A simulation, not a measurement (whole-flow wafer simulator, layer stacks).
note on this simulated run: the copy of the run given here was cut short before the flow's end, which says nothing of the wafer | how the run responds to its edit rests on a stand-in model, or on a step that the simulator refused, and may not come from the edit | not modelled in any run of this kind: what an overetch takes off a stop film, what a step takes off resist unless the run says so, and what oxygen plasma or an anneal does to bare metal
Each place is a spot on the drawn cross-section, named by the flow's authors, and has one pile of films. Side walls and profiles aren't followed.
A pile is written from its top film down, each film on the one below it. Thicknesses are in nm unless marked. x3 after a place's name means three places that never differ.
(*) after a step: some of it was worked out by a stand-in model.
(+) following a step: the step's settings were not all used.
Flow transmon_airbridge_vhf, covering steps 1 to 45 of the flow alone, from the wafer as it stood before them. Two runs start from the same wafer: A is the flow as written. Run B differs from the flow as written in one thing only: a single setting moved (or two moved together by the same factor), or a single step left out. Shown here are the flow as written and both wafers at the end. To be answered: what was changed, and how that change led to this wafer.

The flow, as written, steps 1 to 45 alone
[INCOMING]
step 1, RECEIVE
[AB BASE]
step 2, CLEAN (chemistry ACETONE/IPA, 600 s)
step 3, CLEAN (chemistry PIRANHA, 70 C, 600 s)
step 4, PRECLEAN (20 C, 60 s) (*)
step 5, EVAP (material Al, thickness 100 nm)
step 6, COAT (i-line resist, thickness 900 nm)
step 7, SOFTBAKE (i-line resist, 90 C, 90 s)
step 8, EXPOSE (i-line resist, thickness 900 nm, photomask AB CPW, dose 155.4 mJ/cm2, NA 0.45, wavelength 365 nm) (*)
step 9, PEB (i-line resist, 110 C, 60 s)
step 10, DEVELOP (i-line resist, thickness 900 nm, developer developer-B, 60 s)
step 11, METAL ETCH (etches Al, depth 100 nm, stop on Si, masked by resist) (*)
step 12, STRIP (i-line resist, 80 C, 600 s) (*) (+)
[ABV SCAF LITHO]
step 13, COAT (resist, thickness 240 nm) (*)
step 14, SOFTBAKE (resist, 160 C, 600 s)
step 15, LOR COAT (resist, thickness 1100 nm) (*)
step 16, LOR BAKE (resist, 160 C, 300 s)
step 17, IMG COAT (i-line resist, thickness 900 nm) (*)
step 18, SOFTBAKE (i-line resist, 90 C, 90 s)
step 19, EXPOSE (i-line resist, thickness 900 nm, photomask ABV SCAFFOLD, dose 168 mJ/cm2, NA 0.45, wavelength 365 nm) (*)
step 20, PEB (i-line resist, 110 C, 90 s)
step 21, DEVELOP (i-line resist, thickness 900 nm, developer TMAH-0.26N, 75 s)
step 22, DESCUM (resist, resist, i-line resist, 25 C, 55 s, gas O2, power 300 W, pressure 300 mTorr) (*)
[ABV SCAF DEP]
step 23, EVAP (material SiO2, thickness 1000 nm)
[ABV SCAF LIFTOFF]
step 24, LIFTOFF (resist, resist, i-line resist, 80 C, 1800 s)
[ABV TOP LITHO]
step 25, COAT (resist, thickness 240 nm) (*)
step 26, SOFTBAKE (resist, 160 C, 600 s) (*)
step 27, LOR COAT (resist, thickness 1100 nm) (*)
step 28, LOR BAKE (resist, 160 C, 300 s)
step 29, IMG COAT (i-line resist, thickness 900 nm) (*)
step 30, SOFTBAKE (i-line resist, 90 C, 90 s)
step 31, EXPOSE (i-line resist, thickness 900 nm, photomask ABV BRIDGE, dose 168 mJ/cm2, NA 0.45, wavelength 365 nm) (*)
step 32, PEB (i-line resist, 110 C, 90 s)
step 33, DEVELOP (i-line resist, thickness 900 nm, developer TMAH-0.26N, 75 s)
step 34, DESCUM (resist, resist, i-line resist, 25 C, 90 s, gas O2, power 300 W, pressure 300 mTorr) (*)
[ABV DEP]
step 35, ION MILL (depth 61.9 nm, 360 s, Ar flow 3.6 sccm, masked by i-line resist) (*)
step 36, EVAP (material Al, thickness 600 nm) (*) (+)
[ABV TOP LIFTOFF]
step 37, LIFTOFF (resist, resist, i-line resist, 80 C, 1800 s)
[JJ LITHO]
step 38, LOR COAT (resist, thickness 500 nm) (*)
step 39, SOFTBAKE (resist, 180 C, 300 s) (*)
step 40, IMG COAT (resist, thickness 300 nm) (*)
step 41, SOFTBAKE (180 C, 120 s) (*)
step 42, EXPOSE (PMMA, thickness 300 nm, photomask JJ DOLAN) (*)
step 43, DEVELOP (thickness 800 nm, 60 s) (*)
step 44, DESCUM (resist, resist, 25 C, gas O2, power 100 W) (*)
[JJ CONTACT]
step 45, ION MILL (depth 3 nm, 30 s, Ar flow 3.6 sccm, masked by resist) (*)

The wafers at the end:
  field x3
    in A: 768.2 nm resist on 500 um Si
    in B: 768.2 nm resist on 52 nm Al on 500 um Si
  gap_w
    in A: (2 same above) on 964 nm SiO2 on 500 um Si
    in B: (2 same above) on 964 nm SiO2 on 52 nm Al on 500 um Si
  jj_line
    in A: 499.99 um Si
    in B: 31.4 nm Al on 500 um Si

What caused this: step 5, EVAP: thickness 152 nm was run, whereas the flow has thickness 100 nm.

How this came from the change, step by step:
  step 5, EVAP (material Al, thickness 100 nm)
      field x3, jj_line, ground_far and 12 more: A +100 Al (new film) | B +152 Al (new film)
  step 11, METAL ETCH (etches Al, depth 100 nm, stop on Si, masked by resist) (*)
      field x3, jj_line, gap_w, gap_e: A -100 Al (all of it) | B -100 Al
  step 45, ION MILL (depth 3 nm, 30 s, Ar flow 3.6 sccm, masked by resist) (*)
      jj_line: A -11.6 Si | B -20.6 Al
If metal films that touch count as one body, field x3 has 1 body; the flow as written gives 0 bodies.
If metal films that touch count as one body, gap_w has 2 bodies (between them, from the top down: SiO2 964); the flow as written gives 1 body.
If metal films that touch count as one body, jj_line has 1 body; the flow as written gives 0 bodies.
